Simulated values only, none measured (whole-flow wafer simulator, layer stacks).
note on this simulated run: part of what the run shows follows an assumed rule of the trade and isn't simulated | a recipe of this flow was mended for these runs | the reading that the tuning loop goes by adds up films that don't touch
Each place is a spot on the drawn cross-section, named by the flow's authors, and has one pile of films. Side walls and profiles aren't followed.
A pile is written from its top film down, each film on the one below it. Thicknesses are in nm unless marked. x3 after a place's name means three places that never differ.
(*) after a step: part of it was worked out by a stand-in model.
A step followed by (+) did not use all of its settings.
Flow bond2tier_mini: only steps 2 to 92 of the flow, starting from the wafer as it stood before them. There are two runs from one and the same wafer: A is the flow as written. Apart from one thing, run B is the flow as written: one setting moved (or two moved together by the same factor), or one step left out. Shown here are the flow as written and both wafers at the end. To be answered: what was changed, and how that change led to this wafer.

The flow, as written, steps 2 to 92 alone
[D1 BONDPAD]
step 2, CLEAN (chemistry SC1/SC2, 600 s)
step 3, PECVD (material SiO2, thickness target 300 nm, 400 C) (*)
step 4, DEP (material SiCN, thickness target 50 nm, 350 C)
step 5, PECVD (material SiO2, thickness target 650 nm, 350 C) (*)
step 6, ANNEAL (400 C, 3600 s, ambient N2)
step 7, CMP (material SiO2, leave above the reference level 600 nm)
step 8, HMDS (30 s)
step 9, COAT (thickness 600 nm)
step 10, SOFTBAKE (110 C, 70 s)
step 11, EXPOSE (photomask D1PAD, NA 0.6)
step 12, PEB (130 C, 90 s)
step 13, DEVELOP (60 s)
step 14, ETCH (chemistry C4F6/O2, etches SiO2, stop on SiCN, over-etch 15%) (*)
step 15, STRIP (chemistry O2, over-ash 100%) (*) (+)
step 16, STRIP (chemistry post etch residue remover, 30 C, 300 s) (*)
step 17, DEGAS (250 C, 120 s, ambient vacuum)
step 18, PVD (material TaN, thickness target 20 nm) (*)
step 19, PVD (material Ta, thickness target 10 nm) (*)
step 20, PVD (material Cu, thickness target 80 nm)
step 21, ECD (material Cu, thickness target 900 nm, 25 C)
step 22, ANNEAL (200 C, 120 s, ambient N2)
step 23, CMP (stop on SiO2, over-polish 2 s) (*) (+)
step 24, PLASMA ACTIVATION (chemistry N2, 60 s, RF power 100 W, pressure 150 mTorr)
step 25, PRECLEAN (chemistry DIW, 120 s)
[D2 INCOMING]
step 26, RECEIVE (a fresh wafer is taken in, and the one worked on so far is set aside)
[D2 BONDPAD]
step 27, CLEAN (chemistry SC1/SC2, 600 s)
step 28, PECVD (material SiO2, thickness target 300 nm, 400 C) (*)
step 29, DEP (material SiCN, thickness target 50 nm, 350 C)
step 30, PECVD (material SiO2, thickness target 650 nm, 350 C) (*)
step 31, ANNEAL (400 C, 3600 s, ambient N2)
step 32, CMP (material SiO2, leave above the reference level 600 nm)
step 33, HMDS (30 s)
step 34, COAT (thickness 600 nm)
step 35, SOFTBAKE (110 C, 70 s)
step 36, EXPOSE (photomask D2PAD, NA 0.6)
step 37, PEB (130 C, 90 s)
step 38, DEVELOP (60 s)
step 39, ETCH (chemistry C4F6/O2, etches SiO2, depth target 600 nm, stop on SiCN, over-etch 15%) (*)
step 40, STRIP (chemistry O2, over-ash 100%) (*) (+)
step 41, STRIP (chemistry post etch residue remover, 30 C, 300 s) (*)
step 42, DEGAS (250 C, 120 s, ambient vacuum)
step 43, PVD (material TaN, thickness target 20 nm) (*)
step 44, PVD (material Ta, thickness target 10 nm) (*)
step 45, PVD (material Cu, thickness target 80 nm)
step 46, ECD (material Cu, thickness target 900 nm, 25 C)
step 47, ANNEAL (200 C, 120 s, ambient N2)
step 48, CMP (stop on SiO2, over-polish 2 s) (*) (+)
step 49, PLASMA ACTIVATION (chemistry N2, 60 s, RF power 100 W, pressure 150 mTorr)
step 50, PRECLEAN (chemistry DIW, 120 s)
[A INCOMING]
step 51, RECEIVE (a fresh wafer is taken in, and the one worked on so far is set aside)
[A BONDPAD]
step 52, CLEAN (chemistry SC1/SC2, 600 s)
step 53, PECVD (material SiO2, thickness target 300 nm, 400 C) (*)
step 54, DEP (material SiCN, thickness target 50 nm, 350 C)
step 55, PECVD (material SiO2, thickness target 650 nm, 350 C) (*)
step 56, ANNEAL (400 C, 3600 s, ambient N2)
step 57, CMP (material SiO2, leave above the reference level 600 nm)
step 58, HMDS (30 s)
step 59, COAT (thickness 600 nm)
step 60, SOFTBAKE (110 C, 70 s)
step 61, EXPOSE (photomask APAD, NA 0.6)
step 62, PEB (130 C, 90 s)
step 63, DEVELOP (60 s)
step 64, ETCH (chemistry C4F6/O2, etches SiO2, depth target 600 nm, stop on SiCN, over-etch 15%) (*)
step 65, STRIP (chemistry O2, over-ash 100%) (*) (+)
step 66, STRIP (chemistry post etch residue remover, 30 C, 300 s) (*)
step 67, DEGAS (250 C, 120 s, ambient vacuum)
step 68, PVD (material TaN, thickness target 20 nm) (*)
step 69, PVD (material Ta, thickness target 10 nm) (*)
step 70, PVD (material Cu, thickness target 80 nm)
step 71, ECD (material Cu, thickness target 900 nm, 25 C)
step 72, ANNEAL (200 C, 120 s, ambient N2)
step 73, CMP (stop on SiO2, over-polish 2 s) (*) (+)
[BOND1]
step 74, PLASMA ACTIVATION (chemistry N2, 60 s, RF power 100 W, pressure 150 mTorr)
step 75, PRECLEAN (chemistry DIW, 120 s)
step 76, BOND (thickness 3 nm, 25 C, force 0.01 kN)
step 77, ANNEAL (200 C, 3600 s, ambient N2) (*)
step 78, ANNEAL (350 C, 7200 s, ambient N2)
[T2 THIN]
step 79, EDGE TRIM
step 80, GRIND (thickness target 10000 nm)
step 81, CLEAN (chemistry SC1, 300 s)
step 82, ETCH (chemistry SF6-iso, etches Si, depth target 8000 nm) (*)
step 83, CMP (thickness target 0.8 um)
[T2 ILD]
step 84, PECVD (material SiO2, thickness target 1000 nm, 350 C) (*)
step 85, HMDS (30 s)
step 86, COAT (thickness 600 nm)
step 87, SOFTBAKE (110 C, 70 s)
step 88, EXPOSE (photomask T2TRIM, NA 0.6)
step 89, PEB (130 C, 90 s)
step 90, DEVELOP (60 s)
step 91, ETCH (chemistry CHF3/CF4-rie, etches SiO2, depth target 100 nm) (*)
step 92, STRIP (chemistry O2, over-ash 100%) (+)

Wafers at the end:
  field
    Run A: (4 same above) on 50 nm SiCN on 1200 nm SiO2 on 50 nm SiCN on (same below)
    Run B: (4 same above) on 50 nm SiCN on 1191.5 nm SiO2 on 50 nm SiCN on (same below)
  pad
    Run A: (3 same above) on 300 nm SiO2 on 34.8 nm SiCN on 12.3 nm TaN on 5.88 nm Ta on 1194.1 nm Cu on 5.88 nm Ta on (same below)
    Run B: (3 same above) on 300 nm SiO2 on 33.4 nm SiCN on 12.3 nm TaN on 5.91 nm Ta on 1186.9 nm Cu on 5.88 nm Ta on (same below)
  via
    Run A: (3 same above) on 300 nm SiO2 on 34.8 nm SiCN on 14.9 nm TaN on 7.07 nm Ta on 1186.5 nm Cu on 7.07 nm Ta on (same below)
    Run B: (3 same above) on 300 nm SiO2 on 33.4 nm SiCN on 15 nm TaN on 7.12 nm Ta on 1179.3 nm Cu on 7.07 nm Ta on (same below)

The reason: step 5, PECVD: thickness target 591.5 nm was run, while the flow as written has thickness target 650 nm.

How this came from the change, step by step:
  step 5, PECVD (material SiO2, thickness target 650 nm, 350 C) (*)
      field, pad, via: A SiO2 gains 650 (new film) | B SiO2 gains 591.5 (new film)
  step 7, CMP (material SiO2, leave above the reference level 600 nm)
      field, pad, via: A SiO2 loses 50 | B nothing
  step 14, ETCH (chemistry C4F6/O2, etches SiO2, stop on SiCN, over-etch 15%) (*)
      pad, via: A SiO2 loses 600 (all of it), SiCN loses 15.2 | B SiO2 loses 591.5 (all of it), SiCN loses 16.6
  step 76, BOND (thickness 3 nm, 25 C, force 0.01 kN)
      field: A Si gains 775 um (new film), chemical SiO2 gains 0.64 (new film), SiO2 gains 300 (new film), SiCN gains 50 (new film), SiO2 gains 600 | B Si gains 775 um (new film), chemical SiO2 gains 0.64 (new film), SiO2 gains 300 (new film), SiCN gains 50 (new film), SiO2 gains 591.5
      pad: A Si gains 775 um (new film), chemical SiO2 gains 0.64 (new film), SiO2 gains 300 (new film), SiCN gains 34.8 (new film), TaN gains 12.3 (new film), Ta gains 5.88 (new film), Cu gains 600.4 | B Si gains 775 um (new film), chemical SiO2 gains 0.64 (new film), SiO2 gains 300 (new film), SiCN gains 33.4 (new film), TaN gains 12.3 (new film), Ta gains 5.91 (new film), Cu gains 593.2
      (also at 1 further place)
